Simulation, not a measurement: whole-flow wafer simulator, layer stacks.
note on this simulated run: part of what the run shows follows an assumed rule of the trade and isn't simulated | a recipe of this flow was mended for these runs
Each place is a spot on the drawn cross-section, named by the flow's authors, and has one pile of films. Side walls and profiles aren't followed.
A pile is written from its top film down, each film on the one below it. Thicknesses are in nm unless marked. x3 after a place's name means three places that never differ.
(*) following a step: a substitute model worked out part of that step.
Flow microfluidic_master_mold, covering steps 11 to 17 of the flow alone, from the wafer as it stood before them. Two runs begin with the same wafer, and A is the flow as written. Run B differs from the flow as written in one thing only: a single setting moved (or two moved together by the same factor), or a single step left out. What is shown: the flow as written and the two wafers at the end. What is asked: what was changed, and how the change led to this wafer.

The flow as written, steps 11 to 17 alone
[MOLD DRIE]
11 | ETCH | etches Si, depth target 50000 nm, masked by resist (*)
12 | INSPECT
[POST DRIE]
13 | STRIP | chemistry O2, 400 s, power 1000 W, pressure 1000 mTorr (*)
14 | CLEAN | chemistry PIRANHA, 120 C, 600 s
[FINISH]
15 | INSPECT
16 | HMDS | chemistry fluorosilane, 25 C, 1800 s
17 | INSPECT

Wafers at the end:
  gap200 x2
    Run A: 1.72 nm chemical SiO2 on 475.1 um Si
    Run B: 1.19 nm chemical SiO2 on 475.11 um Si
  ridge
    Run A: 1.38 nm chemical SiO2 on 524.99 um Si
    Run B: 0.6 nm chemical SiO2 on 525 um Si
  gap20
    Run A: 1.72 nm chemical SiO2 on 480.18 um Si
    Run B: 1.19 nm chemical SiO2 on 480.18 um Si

What caused this: step 13, STRIP: 90 s was run, whereas the flow has 400 s.

The path from the change to this, step by step:
  13 | STRIP | chemistry O2, 400 s, power 1000 W, pressure 1000 mTorr (*)
      ridge: A thick-i-line-resist loses 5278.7 (all of it), chemical SiO2 gains 0.78, Si loses 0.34 | B thick-i-line-resist loses 1943.4
      gap20, gap50, gap200 x2: A chemical SiO2 gains 1.72 (new film), Si loses 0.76 | B chemical SiO2 gains 1.19 (new film), Si loses 0.52
  14 | CLEAN | chemistry PIRANHA, 120 C, 600 s
      ridge: A nothing | B thick-i-line-resist loses 3335.3 (all of it)
